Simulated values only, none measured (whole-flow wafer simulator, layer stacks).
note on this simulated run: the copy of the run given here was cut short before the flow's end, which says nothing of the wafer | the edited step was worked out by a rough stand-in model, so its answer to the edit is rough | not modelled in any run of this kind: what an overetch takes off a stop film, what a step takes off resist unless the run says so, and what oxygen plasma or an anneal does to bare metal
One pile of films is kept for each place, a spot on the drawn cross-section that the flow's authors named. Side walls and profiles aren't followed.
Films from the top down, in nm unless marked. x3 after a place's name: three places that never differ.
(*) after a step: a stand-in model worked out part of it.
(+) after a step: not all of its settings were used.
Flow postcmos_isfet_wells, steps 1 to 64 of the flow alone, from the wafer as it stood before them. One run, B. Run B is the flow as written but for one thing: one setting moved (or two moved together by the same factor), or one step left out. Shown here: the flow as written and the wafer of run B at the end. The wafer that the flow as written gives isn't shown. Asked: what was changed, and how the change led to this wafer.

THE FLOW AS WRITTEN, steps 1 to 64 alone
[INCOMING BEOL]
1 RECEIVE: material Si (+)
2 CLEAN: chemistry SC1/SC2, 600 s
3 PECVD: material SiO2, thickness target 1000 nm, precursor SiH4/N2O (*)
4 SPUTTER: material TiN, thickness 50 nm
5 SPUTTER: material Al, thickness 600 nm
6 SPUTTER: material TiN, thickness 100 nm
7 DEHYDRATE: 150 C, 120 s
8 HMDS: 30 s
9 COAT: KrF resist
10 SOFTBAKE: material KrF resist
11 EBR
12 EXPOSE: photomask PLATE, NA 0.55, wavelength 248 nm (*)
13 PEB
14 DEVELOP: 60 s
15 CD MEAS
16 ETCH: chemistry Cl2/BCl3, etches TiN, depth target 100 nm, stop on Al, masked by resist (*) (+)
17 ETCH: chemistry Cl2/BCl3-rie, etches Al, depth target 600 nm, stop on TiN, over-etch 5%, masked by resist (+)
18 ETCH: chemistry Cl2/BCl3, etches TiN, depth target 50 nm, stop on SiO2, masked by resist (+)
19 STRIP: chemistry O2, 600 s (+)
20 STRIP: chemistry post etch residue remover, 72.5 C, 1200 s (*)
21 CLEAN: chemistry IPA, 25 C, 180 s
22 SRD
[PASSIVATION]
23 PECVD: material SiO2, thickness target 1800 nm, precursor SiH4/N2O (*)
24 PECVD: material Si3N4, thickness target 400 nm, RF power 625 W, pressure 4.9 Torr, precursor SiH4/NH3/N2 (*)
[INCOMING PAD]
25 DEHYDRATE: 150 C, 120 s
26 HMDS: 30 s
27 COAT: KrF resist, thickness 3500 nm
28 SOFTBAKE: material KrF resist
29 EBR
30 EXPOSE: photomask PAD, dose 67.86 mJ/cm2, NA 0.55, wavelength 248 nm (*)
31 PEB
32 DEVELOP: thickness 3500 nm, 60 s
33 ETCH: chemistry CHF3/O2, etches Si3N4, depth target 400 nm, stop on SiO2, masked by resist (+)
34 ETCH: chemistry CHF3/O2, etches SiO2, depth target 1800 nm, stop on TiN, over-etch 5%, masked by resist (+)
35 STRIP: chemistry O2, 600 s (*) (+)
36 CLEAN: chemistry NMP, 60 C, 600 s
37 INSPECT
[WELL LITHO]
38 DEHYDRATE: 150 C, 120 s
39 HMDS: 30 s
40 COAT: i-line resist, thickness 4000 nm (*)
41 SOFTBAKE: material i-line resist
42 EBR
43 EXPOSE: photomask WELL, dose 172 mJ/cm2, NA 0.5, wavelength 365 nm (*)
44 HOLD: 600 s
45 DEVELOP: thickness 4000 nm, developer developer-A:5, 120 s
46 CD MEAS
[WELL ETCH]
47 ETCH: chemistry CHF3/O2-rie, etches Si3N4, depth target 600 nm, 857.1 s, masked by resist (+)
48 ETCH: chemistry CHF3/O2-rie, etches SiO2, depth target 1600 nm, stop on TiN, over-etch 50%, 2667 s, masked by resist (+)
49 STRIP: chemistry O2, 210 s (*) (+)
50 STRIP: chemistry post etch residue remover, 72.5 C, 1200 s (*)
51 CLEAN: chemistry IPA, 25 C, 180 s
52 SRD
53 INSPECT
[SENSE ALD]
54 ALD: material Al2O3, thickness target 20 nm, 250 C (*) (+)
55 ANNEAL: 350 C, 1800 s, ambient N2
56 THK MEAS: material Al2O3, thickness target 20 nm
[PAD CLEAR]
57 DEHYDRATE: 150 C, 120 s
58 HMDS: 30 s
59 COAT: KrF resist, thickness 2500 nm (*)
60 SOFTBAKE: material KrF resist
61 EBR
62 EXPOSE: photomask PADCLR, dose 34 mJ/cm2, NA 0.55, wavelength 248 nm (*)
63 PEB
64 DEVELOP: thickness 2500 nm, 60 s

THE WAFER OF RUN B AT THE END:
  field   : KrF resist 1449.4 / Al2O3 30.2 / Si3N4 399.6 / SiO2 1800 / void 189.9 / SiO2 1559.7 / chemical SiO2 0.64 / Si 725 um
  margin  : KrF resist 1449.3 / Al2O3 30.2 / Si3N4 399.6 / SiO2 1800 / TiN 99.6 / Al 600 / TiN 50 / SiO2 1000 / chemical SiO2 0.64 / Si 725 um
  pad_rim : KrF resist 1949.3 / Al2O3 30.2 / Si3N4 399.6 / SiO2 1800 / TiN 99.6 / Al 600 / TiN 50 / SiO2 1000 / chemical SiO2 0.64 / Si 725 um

The cause: step 54, ALD: thickness target 30.2 nm was run, where the flow has thickness target 20 nm.
It can be read off the wafer: field has Al2O3 30.2, and step 54 as written asks for 20 nm.

How the change led to this, step by step:
  54 ALD: material Al2O3, thickness target 20 nm, 250 C (*) (+)
      field, margin, well900, well1300 x3, pad_rim, pad_clr, pad_open: Al2O3 +30.2 (new film) (as written it would be: Al2O3 +20 (new film))
